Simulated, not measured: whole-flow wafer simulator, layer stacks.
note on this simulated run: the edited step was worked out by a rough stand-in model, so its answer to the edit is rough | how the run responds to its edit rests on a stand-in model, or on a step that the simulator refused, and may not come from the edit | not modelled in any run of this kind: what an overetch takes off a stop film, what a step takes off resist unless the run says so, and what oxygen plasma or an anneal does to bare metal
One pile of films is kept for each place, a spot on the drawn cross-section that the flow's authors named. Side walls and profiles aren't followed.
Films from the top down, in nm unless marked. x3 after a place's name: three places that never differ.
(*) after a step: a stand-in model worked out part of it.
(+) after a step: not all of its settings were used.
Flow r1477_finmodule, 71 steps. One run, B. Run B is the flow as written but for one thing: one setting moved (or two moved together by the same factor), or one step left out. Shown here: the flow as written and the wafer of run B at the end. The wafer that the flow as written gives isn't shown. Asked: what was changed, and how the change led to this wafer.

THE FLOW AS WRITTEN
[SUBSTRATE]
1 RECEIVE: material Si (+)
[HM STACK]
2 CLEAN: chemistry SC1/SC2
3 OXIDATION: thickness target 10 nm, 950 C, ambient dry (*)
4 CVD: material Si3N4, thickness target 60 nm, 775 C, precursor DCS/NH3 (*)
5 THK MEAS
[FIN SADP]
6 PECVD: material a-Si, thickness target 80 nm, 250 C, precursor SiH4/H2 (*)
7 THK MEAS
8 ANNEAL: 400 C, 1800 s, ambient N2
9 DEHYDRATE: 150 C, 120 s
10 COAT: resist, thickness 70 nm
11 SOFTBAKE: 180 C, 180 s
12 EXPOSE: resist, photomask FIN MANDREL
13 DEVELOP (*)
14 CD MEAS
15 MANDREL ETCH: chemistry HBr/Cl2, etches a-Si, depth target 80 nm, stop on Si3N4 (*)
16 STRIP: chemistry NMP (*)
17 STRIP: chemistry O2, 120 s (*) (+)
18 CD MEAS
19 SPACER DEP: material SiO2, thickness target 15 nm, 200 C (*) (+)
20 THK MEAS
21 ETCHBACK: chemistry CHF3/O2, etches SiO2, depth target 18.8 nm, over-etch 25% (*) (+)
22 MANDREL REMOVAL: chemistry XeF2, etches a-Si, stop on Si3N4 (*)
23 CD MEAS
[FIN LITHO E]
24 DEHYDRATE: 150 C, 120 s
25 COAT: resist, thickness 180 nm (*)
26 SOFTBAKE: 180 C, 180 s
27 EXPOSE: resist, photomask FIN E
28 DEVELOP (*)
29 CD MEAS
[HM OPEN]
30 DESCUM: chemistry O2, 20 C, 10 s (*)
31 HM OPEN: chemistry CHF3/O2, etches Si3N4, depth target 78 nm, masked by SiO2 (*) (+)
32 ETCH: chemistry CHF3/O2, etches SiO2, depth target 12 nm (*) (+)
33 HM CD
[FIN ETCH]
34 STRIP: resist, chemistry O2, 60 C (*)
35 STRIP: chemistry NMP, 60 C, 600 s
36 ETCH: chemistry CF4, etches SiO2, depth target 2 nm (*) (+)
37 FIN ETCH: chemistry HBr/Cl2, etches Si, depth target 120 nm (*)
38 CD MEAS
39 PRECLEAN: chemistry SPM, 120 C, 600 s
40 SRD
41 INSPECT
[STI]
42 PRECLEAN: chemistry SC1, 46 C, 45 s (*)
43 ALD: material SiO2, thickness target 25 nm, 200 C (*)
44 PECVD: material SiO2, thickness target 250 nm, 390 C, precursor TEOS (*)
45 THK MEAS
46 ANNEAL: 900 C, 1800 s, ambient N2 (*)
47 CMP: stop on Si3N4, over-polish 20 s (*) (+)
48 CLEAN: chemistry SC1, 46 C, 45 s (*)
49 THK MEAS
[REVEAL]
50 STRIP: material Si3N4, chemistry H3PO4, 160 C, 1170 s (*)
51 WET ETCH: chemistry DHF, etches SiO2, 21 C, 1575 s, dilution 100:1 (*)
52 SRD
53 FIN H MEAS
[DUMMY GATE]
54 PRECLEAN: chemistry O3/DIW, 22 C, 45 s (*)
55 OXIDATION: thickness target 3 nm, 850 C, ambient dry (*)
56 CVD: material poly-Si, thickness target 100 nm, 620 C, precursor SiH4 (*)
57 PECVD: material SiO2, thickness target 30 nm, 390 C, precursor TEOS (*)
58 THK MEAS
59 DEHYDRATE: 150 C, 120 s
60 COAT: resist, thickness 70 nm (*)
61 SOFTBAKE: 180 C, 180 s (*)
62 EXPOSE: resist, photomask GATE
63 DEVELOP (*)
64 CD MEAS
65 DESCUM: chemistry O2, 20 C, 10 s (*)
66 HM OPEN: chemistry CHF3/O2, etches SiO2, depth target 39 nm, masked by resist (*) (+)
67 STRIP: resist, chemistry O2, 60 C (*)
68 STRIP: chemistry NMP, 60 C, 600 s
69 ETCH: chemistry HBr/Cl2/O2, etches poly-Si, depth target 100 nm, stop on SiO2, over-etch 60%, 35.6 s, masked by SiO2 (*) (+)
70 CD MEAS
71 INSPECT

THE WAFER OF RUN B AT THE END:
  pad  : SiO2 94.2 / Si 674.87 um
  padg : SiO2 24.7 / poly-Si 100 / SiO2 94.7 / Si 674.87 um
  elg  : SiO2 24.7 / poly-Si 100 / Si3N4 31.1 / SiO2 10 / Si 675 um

The cause: step 51, WET ETCH: 1733 s was run, where the flow has 1575 s.

How the change led to this, step by step:
  51 WET ETCH: chemistry DHF, etches SiO2, 21 C, 1575 s, dilution 100:1 (*)
      pad, padg, e40sg and 12 more: SiO2 -94.3 (as written it would be: SiO2 -85.7)
      elg, e40lg, e100lg, e200lg, elo, e40lo, e100lo, e200lo: SiO2 -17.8 (all of it), Si3N4 -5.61 (as written it would be: SiO2 -17.8 (all of it), Si3N4 -4.97)
      (and at 7 more places)
  56 CVD: material poly-Si, thickness target 100 nm, 620 C, precursor SiH4 (*)
      s40cg, s40co: poly-Si +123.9 (new film) (as written it would be: poly-Si +113.9 (new film))
      s45cg, s45co: poly-Si +123.9 (new film) (as written it would be: poly-Si +113.4 (new film))
      (and at 3 more places)
  60 COAT: resist, thickness 70 nm (*)
      e40sg, eso, e40so: resist +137 (new film) (as written it would be: resist +129.5 (new film))
      e100sg, e100so: resist +137 (new film) (as written it would be: resist +129.4 (new film))
      (and at 12 more places)
  63 DEVELOP (*)
      eso, e40so: resist -137 (all of it) (as written it would be: resist -129.5 (all of it))
      e100so: resist -137 (all of it) (as written it would be: resist -129.4 (all of it))
      (and at 6 more places)
  67 STRIP: resist, chemistry O2, 60 C (*)
      e40sg: resist -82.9 (all of it) (as written it would be: resist -75.4 (all of it))
      e100sg: resist -82.9 (all of it) (as written it would be: resist -75.3 (all of it))
      (and at 6 more places)
  69 ETCH: chemistry HBr/Cl2/O2, etches poly-Si, depth target 100 nm, stop on SiO2, over-etch 60%, 35.6 s, masked by SiO2 (*) (+)
      s40co: chemical SiO2 -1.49 (all of it), poly-Si -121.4 (all of it), SiO2 -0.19 (as written it would be: chemical SiO2 -1.46 (all of it), poly-Si -111.5 (all of it), SiO2 -0.24)
      s45co: chemical SiO2 -1.49 (all of it), poly-Si -121.4 (all of it), SiO2 -0.19 (as written it would be: chemical SiO2 -1.46 (all of it), poly-Si -110.9 (all of it), SiO2 -0.25)
      (and at 1 more place)
